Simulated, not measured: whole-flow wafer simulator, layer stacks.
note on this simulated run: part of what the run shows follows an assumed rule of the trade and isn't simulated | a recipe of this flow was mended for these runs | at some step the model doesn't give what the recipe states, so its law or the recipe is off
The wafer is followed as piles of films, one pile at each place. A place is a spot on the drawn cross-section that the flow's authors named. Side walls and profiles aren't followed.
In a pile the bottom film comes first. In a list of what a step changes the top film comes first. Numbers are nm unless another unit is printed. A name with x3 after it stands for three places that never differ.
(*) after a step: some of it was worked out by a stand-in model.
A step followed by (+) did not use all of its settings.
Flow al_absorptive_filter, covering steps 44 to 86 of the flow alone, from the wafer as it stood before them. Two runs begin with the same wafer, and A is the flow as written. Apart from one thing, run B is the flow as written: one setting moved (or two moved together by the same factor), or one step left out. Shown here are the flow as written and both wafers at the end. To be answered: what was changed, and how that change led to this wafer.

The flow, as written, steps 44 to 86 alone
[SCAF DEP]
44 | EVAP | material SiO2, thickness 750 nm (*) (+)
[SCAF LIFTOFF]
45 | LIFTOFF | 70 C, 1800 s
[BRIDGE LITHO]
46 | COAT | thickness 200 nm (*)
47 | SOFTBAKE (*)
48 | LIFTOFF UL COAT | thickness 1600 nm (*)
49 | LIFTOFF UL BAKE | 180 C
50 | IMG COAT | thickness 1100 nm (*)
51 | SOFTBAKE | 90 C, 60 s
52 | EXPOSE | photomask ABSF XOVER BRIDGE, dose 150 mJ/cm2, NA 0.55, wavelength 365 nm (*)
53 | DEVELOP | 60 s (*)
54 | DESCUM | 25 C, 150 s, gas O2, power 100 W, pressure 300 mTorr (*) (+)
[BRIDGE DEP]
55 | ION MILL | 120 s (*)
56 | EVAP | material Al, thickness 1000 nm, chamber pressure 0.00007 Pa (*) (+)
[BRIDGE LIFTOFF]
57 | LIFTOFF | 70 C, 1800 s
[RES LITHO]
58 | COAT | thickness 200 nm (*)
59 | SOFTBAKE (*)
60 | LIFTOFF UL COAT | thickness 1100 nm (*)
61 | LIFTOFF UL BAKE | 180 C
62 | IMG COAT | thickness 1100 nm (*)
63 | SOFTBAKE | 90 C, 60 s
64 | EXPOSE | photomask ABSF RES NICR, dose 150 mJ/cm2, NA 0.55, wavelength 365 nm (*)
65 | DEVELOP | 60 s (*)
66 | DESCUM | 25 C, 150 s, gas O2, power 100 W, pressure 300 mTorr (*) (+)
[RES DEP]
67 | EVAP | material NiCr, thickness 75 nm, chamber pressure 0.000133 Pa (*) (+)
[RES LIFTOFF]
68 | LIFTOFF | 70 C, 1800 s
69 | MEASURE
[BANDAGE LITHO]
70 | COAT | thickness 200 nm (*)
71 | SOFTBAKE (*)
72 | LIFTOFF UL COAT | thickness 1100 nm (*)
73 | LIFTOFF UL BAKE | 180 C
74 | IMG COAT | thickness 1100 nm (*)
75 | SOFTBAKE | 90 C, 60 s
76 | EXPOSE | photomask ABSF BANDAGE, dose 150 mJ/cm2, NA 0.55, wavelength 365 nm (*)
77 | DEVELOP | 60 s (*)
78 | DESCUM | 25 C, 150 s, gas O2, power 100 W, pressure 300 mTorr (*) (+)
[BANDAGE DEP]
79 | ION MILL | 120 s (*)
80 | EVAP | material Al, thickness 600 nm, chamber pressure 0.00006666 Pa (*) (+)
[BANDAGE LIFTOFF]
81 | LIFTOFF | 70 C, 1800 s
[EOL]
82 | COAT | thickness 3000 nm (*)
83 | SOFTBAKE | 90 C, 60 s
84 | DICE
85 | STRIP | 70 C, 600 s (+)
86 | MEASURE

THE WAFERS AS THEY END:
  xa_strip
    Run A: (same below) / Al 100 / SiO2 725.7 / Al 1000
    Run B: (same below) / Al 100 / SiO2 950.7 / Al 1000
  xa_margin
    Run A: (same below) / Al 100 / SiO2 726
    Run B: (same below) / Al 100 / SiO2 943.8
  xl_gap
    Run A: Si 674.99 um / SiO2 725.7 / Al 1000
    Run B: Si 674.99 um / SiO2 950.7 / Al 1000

What caused this: step 44, EVAP: thickness 975 nm was run, while the flow as written has thickness 750 nm.

How this came from the change, step by step:
  44 | EVAP | material SiO2, thickness 750 nm (*) (+)
      gnd, pad_far, pad_near and 10 more: A SiO2 gains 750 (new film) | B SiO2 gains 975 (new film)
      xa_margin: A SiO2 gains 726 (new film) | B SiO2 gains 943.8 (new film)
  45 | LIFTOFF | 70 C, 1800 s
      gnd, xa_field, xl_land, idc_field: A SiO2 loses 750 (all of it), i-line-resist loses 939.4 (all of it), lift-off-underlayer loses 1100 (all of it), acrylic-e-beam-resist loses 200 (all of it) | B SiO2 loses 975 (all of it), i-line-resist loses 939.4 (all of it), lift-off-underlayer loses 1100 (all of it), acrylic-e-beam-resist loses 200 (all of it)
      pad_far: A SiO2 loses 750 (all of it), i-line-resist loses 937 (all of it), lift-off-underlayer loses 1092.7 (all of it), acrylic-e-beam-resist loses 198.5 (all of it) | B SiO2 loses 975 (all of it), i-line-resist loses 937 (all of it), lift-off-underlayer loses 1092.7 (all of it), acrylic-e-beam-resist loses 198.5 (all of it)
      (as well as at 5 more places)
  46 | COAT | thickness 200 nm (*)
      xa_margin: A acrylic-e-beam-resist gains 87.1 (new film) | B acrylic-e-beam-resist gains 80.6 (new film)
      xa_strip: A acrylic-e-beam-resist gains 156.7 (new film) | B acrylic-e-beam-resist gains 138.3 (new film)
      (as well as at 3 more places)
  48 | LIFTOFF UL COAT | thickness 1600 nm (*)
      xa_margin: A lift-off-underlayer gains 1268 (new film) | B lift-off-underlayer gains 1160.6 (new film)
      xa_strip: A lift-off-underlayer gains 1219 (new film) | B lift-off-underlayer gains 1132.3 (new film)
      (as well as at 3 more places)
  50 | IMG COAT | thickness 1100 nm (*)
      xa_margin: A i-line-resist gains 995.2 (new film) | B i-line-resist gains 953.4 (new film)
      xa_strip: A i-line-resist gains 962 (new film) | B i-line-resist gains 909.2 (new film)
      (as well as at 2 more places)
  51 | SOFTBAKE | 90 C, 60 s
      xa_strip: A i-line-resist loses 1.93 | B i-line-resist loses 2.59
      xl_turn: A i-line-resist loses 1.83 | B i-line-resist loses 2.49
  53 | DEVELOP | 60 s (*)
      xa_strip: A i-line-resist loses 960.1 (all of it), lift-off-underlayer loses 1219 (all of it) | B i-line-resist loses 906.6 (all of it), lift-off-underlayer loses 1132.3 (all of it)
      xl_land: A i-line-resist loses 1117.3 (all of it), lift-off-underlayer loses 1706.9 (all of it) | B i-line-resist loses 1124.4 (all of it), lift-off-underlayer loses 1745.6 (all of it)
      (as well as at 2 more places)
  54 | DESCUM | 25 C, 150 s, gas O2, power 100 W, pressure 300 mTorr (*) (+)
      gnd, pad_far, pad_near and 7 more: A i-line-resist loses 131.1 | B i-line-resist loses 134.2
      xa_strip: A acrylic-e-beam-resist loses 156.7 (all of it) | B acrylic-e-beam-resist loses 138.3 (all of it)
      (as well as at 3 more places)
  57 | LIFTOFF | 70 C, 1800 s
      xa_margin: A Al loses 1000 (all of it), i-line-resist loses 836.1 (all of it), lift-off-underlayer loses 1268 (all of it), acrylic-e-beam-resist loses 87.1 (all of it) | B Al loses 1000 (all of it), i-line-resist loses 790.8 (all of it), lift-off-underlayer loses 1160.6 (all of it), acrylic-e-beam-resist loses 80.6 (all of it)
  58 | COAT | thickness 200 nm (*)
      xa_margin: A acrylic-e-beam-resist gains 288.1 (new film) | B acrylic-e-beam-resist gains 255.8 (new film)
      xa_strip: A acrylic-e-beam-resist gains 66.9 (new film) | B acrylic-e-beam-resist gains 57 (new film)
      (as well as at 2 more places)
  60 | LIFTOFF UL COAT | thickness 1100 nm (*)
      xa_margin: A lift-off-underlayer gains 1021 (new film) | B lift-off-underlayer gains 975.1 (new film)
      xa_strip: A lift-off-underlayer gains 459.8 (new film) | B lift-off-underlayer gains 416.7 (new film)
      (as well as at 2 more places)
  62 | IMG COAT | thickness 1100 nm (*)
      xa_margin: A i-line-resist gains 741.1 (new film) | B i-line-resist gains 678.4 (new film)
      xa_strip: A i-line-resist gains 577.9 (new film) | B i-line-resist gains 495 (new film)
      (as well as at 2 more places)
  63 | SOFTBAKE | 90 C, 60 s
      xl_gap: A i-line-resist loses 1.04 | B i-line-resist loses 1.62
      xl_turn: A i-line-resist loses 2.67 | B i-line-resist loses 3.54
  68 | LIFTOFF | 70 C, 1800 s
      xa_margin: A NiCr loses 75 (all of it), i-line-resist loses 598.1 (all of it), lift-off-underlayer loses 1021 (all of it), acrylic-e-beam-resist loses 288.1 (all of it) | B NiCr loses 75 (all of it), i-line-resist loses 535 (all of it), lift-off-underlayer loses 975.1 (all of it), acrylic-e-beam-resist loses 255.8 (all of it)
      xa_strip: A NiCr loses 75 (all of it), i-line-resist loses 433.3 (all of it), lift-off-underlayer loses 459.8 (all of it), acrylic-e-beam-resist loses 66.9 (all of it) | B NiCr loses 75 (all of it), i-line-resist loses 350.9 (all of it), lift-off-underlayer loses 416.7 (all of it), acrylic-e-beam-resist loses 57 (all of it)
      (as well as at 2 more places)
  70 | COAT | thickness 200 nm (*)
      xa_margin: A acrylic-e-beam-resist gains 288.1 (new film) | B acrylic-e-beam-resist gains 255.8 (new film)
      xa_strip: A acrylic-e-beam-resist gains 66.9 (new film) | B acrylic-e-beam-resist gains 57 (new film)
      (as well as at 2 more places)
  72 | LIFTOFF UL COAT | thickness 1100 nm (*)
      xa_margin: A lift-off-underlayer gains 1021 (new film) | B lift-off-underlayer gains 975.1 (new film)
      xa_strip: A lift-off-underlayer gains 459.8 (new film) | B lift-off-underlayer gains 416.7 (new film)
      (as well as at 2 more places)
  ... 5 other steps ...
  85 | STRIP | 70 C, 600 s (+)
      xa_margin: A i-line-resist loses 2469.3 (all of it) | B i-line-resist loses 2294.8 (all of it)
      xa_strip: A i-line-resist loses 1477 (all of it) | B i-line-resist loses 1298.6 (all of it)
      (as well as at 2 more places)
